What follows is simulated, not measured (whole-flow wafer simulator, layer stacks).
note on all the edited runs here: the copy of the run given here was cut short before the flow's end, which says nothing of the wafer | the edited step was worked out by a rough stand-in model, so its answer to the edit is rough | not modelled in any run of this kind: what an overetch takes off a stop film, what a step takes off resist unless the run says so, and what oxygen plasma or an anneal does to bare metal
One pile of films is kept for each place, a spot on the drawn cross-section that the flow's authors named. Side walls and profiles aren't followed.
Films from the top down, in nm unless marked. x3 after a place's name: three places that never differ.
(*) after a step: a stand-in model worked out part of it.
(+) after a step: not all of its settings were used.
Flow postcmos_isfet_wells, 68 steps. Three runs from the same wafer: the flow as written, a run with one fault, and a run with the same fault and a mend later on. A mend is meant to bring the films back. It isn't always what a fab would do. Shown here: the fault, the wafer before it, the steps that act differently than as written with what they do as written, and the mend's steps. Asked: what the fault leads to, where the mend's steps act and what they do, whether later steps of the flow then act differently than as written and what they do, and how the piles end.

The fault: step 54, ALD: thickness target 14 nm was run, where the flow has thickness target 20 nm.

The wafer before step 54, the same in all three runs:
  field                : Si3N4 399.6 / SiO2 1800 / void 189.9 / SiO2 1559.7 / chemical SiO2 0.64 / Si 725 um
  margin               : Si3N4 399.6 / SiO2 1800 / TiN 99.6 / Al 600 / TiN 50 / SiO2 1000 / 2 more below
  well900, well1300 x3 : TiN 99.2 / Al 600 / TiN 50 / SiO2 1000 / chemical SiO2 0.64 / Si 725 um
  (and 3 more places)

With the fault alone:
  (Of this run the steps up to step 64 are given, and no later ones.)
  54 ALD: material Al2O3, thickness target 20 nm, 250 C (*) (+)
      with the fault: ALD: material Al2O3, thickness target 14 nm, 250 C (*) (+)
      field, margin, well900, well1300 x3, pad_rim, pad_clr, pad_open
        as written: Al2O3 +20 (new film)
        with the fault: Al2O3 +14 (new film)
  No later step of the flow up to step 64 acts differently than as written, at any place that is followed, by more than 2% or 0.5 nm, whichever is larger.
  After step 64 the piles differ from the flow's by more than 2% or 0.5 nm, whichever is larger, at field, margin, pad_rim, pad_clr, pad_open.
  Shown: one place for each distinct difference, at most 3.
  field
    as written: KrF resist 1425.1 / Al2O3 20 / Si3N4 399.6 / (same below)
    with the fault: KrF resist 1410.2 / Al2O3 14 / Si3N4 399.6 / (same below)
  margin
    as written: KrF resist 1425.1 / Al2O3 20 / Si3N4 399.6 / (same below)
    with the fault: KrF resist 1410.1 / Al2O3 14 / Si3N4 399.6 / (same below)
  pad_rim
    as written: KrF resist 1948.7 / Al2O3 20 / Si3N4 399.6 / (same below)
    with the fault: KrF resist 1948.5 / Al2O3 14 / Si3N4 399.6 / (same below)

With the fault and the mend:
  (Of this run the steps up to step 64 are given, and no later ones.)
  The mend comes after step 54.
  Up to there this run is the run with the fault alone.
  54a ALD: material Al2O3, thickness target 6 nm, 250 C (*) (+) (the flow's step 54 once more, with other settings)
      field, margin, well900, well1300 x3, pad_rim, pad_clr, pad_open
        Al2O3 +6
  No later step of the flow up to step 64 acts differently than as written at any place that is followed.
  After step 64 the piles are the same as the flow's at every place that both follow.
